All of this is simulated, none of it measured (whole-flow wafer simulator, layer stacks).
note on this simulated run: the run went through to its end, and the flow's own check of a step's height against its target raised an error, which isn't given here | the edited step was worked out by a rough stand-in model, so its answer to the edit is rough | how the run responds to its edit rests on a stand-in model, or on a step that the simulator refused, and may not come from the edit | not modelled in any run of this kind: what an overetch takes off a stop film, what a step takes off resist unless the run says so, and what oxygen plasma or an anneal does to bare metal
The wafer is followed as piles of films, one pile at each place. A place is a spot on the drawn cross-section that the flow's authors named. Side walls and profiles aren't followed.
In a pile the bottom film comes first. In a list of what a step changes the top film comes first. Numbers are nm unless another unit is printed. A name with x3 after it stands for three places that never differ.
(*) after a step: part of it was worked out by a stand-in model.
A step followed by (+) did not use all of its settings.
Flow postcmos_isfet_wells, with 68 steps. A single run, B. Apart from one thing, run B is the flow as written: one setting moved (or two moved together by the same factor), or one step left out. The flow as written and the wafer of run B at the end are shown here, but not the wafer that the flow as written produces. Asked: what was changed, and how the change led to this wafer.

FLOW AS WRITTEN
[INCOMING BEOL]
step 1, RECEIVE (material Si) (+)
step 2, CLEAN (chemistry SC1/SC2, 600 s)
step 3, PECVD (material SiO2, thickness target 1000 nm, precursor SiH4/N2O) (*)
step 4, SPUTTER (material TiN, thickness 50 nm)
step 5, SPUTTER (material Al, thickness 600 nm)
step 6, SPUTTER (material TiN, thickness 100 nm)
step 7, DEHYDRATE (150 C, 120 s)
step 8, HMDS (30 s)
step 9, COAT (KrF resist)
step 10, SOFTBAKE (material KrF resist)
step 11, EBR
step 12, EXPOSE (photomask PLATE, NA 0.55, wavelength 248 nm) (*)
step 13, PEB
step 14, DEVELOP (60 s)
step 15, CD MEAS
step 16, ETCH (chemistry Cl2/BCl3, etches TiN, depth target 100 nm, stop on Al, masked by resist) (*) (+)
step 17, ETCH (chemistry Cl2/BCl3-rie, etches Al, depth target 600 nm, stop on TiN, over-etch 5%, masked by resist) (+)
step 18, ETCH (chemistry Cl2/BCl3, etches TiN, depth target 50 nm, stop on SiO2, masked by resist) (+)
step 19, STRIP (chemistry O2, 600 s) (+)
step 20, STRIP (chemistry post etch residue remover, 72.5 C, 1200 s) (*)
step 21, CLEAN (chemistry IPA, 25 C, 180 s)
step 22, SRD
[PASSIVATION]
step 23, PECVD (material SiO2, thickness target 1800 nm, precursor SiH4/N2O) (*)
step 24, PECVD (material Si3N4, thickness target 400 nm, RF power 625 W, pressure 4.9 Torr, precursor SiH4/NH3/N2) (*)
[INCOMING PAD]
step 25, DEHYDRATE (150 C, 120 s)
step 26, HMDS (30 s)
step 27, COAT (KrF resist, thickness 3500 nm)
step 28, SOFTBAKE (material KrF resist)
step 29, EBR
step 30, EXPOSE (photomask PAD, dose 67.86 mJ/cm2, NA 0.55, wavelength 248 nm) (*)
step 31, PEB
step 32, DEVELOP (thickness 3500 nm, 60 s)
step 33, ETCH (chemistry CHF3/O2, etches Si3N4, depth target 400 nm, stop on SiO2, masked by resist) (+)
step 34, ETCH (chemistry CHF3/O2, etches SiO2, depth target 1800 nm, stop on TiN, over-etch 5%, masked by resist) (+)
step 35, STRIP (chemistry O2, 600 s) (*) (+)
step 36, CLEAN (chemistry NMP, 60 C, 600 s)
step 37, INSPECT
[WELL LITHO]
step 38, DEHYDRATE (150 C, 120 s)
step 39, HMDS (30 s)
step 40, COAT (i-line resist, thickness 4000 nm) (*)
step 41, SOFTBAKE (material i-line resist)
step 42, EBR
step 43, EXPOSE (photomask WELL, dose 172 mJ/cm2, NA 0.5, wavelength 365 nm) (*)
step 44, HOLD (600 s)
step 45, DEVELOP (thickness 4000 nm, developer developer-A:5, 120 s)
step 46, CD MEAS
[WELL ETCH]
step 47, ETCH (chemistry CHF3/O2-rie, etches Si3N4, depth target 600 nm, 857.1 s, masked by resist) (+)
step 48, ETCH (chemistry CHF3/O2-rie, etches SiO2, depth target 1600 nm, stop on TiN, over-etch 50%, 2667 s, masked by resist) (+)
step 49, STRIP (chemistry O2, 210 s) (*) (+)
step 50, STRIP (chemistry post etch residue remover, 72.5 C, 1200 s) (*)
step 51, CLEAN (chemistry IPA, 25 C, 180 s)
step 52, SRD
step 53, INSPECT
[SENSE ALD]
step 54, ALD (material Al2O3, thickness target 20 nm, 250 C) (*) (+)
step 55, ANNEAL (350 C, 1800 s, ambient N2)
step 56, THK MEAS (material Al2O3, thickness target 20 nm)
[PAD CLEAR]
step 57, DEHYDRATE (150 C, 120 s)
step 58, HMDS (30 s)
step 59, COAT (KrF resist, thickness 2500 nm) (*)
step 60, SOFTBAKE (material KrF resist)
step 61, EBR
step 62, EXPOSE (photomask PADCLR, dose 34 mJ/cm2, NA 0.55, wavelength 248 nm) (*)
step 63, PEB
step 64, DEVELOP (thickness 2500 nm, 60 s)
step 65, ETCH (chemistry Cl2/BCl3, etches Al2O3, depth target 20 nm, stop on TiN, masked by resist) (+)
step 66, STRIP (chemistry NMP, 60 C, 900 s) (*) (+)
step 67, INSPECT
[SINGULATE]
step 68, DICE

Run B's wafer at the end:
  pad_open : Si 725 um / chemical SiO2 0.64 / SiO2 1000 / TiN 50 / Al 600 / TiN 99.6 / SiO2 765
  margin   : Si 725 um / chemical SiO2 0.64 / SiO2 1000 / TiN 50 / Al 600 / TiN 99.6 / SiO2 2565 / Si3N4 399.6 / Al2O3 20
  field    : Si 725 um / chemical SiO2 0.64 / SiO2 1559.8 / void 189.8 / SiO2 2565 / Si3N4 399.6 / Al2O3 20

The reason: step 23, PECVD: thickness target 2565 nm was run, while the flow as written has thickness target 1800 nm.
The wafer lets one read it off: margin has SiO2 2565, and step 23 as written asks for 1800 nm.

The path from the change to this, step by step:
  step 23, PECVD (material SiO2, thickness target 1800 nm, precursor SiH4/N2O) (*)
      margin, well900, well1300 x3, pad_rim, pad_clr, pad_open: SiO2 gains 2565 (new film) (as written it would have been: SiO2 gains 1800 (new film))
      field: SiO2 gains 2565 (new film), void gains 189.8 (new film), SiO2 gains 559.8 (as written it would have been: SiO2 gains 1800 (new film), void gains 189.9 (new film), SiO2 gains 559.7)
  step 34, ETCH (chemistry CHF3/O2, etches SiO2, depth target 1800 nm, stop on TiN, over-etch 5%, masked by resist) (+)
      pad_open: SiO2 loses 1800 (as written it would have been: SiO2 loses 1800 (all of it))
  step 48, ETCH (chemistry CHF3/O2-rie, etches SiO2, depth target 1600 nm, stop on TiN, over-etch 50%, 2667 s, masked by resist) (+)
      well900, well1300 x3: SiO2 loses 2365 (all of it) (as written it would have been: SiO2 loses 1600 (all of it))
  step 59, COAT (KrF resist, thickness 2500 nm) (*)
      field: KrF resist gains 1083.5 (new film) (as written it would have been: KrF resist gains 1449 (new film))
      margin: KrF resist gains 1083.4 (new film) (as written it would have been: KrF resist gains 1448.9 (new film))
  step 63, PEB
      field, margin: KrF resist loses 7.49 (as written it would have been: KrF resist loses 10.1)
  step 66, STRIP (chemistry NMP, 60 C, 900 s) (*) (+)
      field: KrF resist loses 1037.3 (all of it) (as written it would have been: KrF resist loses 1400.1 (all of it))
      margin: KrF resist loses 1037.2 (all of it) (as written it would have been: KrF resist loses 1400.1 (all of it))
